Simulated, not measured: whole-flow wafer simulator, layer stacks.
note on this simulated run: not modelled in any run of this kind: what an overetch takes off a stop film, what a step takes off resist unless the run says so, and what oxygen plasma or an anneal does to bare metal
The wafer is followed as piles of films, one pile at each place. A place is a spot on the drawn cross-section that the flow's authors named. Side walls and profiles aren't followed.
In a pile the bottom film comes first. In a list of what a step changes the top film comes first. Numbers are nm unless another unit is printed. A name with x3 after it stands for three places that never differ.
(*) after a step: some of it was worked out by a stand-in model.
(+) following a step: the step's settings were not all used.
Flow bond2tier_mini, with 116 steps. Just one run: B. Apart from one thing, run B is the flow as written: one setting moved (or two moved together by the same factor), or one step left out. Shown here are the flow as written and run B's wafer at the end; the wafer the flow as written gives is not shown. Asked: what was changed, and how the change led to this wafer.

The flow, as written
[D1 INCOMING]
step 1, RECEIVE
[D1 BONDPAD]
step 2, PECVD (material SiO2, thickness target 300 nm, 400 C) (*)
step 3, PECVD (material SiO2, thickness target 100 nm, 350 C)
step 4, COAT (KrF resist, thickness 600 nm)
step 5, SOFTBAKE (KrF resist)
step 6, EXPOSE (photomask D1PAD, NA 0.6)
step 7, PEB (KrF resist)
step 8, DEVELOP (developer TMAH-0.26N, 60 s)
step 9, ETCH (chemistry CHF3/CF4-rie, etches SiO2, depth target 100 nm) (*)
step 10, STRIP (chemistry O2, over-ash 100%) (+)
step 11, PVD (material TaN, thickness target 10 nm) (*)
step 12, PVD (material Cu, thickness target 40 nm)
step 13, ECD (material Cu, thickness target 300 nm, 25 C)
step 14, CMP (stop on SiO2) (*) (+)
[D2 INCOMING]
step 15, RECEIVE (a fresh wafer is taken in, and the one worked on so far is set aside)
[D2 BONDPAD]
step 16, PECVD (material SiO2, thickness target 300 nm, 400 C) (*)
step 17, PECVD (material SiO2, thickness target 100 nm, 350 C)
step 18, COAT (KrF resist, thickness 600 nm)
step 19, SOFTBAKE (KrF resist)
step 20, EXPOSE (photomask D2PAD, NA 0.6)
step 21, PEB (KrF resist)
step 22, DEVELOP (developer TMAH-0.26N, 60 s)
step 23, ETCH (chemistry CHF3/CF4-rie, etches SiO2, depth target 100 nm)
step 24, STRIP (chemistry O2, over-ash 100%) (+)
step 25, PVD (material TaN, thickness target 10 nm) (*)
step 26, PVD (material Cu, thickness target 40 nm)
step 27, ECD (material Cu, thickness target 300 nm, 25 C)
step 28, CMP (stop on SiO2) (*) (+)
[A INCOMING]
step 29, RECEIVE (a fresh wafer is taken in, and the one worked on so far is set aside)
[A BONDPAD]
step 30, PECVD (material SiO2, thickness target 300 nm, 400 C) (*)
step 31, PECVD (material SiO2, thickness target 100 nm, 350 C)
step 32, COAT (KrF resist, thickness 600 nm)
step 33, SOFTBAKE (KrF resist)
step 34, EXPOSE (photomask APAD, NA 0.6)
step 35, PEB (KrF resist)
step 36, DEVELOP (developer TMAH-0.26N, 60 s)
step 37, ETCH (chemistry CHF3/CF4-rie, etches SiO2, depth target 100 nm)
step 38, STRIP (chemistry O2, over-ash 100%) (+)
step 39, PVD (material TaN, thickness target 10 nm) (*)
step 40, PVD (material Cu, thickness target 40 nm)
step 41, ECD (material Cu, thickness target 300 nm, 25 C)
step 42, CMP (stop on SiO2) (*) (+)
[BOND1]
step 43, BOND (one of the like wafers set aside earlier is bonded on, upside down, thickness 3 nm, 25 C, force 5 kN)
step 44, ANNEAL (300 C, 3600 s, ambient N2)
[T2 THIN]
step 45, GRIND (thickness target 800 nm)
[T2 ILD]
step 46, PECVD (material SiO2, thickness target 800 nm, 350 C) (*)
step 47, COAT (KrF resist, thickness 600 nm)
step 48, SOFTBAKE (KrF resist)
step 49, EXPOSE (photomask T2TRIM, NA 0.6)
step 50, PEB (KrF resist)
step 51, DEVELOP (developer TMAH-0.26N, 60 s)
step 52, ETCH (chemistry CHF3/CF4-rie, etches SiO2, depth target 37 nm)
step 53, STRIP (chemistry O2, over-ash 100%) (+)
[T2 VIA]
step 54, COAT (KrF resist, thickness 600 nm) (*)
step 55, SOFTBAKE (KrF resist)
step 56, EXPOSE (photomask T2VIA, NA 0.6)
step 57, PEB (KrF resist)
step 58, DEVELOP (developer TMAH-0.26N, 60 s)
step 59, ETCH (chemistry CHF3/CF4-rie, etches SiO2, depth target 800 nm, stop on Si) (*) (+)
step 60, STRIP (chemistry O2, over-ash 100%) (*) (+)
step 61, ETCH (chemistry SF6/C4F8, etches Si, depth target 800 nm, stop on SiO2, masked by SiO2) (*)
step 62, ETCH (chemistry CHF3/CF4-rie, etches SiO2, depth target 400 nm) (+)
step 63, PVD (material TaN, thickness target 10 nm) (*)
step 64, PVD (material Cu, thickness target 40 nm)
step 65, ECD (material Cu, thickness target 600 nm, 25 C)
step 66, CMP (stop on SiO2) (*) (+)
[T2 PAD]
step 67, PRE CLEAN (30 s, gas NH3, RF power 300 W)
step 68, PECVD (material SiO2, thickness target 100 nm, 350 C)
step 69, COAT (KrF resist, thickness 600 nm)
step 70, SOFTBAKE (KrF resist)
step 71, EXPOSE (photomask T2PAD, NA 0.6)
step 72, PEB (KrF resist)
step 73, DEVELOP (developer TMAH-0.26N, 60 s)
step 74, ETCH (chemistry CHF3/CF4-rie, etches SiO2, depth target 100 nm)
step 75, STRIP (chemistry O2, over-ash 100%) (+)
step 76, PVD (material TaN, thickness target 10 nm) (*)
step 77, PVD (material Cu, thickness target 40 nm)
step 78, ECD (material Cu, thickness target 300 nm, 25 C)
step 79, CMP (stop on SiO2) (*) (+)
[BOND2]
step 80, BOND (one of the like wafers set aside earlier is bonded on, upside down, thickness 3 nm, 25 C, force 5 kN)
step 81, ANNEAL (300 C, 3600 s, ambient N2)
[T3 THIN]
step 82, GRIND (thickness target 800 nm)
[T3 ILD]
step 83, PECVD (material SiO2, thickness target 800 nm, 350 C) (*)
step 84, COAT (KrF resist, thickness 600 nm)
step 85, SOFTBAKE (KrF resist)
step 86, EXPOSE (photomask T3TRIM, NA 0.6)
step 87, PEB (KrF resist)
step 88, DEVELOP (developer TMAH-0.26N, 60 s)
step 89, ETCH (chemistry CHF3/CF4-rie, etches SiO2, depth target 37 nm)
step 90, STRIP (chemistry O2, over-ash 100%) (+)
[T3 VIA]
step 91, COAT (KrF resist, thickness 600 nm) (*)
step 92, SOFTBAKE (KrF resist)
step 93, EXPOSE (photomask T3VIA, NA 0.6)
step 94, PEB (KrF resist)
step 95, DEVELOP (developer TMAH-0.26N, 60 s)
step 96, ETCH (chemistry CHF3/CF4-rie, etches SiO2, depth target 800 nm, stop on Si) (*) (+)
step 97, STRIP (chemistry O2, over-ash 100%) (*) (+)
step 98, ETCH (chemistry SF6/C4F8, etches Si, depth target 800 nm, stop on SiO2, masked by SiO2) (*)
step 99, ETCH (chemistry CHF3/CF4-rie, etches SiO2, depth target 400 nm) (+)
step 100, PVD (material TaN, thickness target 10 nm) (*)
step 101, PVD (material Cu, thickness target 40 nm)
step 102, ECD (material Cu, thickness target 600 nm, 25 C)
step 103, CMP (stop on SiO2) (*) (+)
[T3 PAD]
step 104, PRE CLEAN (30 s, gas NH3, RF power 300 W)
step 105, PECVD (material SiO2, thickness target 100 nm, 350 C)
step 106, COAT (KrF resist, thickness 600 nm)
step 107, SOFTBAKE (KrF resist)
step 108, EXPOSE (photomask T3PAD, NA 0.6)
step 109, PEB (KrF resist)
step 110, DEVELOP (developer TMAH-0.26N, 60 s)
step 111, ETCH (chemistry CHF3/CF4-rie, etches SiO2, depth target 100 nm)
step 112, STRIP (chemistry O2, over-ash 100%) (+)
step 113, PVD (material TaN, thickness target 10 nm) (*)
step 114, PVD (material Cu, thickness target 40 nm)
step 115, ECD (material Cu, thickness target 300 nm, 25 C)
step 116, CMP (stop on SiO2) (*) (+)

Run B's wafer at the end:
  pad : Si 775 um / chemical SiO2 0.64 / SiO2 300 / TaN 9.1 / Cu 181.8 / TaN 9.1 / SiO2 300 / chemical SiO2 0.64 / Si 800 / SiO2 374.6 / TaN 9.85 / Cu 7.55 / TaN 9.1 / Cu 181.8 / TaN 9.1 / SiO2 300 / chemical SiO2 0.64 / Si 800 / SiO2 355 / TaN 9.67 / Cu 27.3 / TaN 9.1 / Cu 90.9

What caused this: step 52, ETCH: depth target 17.4 nm was run, though the flow has depth target 37 nm.

The path from the change to this, step by step:
  step 52, ETCH (chemistry CHF3/CF4-rie, etches SiO2, depth target 37 nm)
      pad, via: SiO2 loses 17.4 (as written it would have been: SiO2 loses 37)
      field: KrF resist loses 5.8 (as written it would have been: KrF resist loses 12.3)
  step 59, ETCH (chemistry CHF3/CF4-rie, etches SiO2, depth target 800 nm, stop on Si) (*) (+)
      via: SiO2 loses 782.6 (all of it) (as written it would have been: SiO2 loses 763 (all of it))
  step 60, STRIP (chemistry O2, over-ash 100%) (*) (+)
      field: KrF resist loses 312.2 (all of it) (as written it would have been: KrF resist loses 303.9 (all of it))
      pad: KrF resist loses 327.3 (all of it) (as written it would have been: KrF resist loses 336 (all of it))
  step 65, ECD (material Cu, thickness target 600 nm, 25 C)
      pad: Cu gains 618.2 (as written it would have been: Cu gains 638.7)
